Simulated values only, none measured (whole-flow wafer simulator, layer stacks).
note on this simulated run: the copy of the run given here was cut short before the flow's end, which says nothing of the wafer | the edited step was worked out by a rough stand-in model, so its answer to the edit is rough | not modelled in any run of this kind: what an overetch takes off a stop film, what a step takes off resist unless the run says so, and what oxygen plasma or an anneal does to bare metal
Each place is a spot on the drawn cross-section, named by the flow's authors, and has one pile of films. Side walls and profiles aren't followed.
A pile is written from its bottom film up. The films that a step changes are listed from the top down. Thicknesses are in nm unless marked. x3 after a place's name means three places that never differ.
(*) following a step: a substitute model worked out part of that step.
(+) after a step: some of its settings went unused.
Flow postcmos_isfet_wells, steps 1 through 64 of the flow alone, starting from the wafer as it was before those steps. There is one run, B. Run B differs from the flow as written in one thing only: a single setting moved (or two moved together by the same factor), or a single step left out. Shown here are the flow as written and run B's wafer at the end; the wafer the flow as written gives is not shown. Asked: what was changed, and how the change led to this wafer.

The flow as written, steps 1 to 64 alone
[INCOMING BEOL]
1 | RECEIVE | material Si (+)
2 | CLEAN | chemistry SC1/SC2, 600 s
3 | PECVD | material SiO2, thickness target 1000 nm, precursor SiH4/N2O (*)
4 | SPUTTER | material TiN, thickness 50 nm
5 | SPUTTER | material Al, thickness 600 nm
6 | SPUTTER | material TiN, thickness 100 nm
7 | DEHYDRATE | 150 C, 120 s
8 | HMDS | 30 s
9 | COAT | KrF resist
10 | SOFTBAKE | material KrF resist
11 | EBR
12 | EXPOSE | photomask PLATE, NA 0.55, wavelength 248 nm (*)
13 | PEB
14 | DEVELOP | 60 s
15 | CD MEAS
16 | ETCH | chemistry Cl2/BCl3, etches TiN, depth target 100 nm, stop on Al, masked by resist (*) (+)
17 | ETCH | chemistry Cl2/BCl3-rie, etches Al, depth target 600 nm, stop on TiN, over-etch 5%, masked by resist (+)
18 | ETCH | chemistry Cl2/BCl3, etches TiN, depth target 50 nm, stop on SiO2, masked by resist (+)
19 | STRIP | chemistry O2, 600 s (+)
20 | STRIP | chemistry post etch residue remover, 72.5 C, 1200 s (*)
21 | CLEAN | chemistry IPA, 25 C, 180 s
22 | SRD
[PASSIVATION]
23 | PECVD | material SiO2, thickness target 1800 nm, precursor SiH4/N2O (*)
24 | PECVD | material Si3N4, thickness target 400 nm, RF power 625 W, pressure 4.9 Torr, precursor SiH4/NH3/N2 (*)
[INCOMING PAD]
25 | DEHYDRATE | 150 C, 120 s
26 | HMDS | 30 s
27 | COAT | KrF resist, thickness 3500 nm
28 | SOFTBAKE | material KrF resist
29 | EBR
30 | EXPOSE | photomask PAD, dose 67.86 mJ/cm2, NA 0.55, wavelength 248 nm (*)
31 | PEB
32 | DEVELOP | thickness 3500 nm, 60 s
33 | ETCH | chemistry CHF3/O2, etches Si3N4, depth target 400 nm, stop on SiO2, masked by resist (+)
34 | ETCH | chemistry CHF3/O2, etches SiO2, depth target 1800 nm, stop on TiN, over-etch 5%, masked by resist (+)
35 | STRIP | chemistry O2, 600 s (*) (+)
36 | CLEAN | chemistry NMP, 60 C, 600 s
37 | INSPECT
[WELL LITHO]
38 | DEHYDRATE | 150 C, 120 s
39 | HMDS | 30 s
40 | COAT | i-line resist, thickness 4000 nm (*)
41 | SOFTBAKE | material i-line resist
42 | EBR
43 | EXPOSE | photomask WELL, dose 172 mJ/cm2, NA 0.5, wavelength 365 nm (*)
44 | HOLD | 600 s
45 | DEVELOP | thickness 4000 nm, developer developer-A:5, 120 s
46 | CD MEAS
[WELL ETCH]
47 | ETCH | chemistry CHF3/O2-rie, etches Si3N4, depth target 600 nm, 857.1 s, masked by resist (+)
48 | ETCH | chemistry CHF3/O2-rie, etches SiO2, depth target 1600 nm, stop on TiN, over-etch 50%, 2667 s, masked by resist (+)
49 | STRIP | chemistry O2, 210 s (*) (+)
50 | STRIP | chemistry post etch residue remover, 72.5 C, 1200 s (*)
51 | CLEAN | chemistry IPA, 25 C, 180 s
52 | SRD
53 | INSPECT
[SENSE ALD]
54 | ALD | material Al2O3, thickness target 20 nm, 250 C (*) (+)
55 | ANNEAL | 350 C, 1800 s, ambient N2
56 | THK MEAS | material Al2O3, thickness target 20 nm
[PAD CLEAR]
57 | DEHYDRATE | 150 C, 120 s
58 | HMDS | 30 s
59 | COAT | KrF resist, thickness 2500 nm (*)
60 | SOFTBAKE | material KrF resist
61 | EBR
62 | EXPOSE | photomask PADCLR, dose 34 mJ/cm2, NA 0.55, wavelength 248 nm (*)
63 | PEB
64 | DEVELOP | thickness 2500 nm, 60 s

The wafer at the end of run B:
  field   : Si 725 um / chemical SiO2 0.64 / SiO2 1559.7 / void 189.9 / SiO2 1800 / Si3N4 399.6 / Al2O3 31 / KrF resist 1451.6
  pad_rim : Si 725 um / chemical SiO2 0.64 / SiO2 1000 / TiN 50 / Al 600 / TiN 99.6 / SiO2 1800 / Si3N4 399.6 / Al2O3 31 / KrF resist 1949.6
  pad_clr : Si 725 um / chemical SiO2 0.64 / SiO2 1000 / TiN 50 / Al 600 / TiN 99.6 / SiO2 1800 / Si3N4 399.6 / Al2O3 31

Cause: step 54, ALD: thickness target 31 nm was run, while the flow as written has thickness target 20 nm.
The wafer lets one read it off: field has Al2O3 31, and step 54 as written asks for 20 nm.

The path from the change to this, step by step:
  54 | ALD | material Al2O3, thickness target 20 nm, 250 C (*) (+)
      field, margin, well900, well1300 x3, pad_rim, pad_clr, pad_open: Al2O3 gains 31 (new film) (as written it would have been: Al2O3 gains 20 (new film))
